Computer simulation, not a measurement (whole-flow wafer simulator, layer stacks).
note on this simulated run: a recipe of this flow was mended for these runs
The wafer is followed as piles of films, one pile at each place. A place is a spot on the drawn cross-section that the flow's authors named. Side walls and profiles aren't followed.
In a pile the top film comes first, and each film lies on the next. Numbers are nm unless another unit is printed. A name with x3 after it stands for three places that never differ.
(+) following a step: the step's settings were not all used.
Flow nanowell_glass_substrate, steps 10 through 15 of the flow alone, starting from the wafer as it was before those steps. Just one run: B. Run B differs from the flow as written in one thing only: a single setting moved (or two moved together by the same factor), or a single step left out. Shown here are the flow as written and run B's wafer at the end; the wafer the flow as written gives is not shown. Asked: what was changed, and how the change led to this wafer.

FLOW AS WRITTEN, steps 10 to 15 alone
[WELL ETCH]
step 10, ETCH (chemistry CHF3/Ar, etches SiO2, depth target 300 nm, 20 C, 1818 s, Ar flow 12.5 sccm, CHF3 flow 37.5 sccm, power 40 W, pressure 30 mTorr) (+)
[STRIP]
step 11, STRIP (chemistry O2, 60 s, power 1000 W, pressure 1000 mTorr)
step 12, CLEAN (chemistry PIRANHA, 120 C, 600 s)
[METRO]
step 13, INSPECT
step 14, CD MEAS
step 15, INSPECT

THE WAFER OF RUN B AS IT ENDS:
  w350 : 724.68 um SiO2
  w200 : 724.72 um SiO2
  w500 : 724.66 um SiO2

The reason: step 10, ETCH: depth target 311.5 nm was run, though the flow has depth target 300 nm; step 10, ETCH: 1887 s was run, where the flow has 1818 s.

How this came from the change, step by step:
  step 10, ETCH (chemistry CHF3/Ar, etches SiO2, depth target 300 nm, 20 C, 1818 s, Ar flow 12.5 sccm, CHF3 flow 37.5 sccm, power 40 W, pressure 30 mTorr) (+)
      land: -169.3 UV-NIL-ACRYLATE (as written it would have been: -156.2 UV-NIL-ACRYLATE)
      w350: -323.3 SiO2 (as written it would have been: -300 SiO2)
      (as well as at 3 more places)
  step 11, STRIP (chemistry O2, 60 s, power 1000 W, pressure 1000 mTorr)
      land: -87 UV-NIL-ACRYLATE (all of it) (as written it would have been: -100.2 UV-NIL-ACRYLATE (all of it))
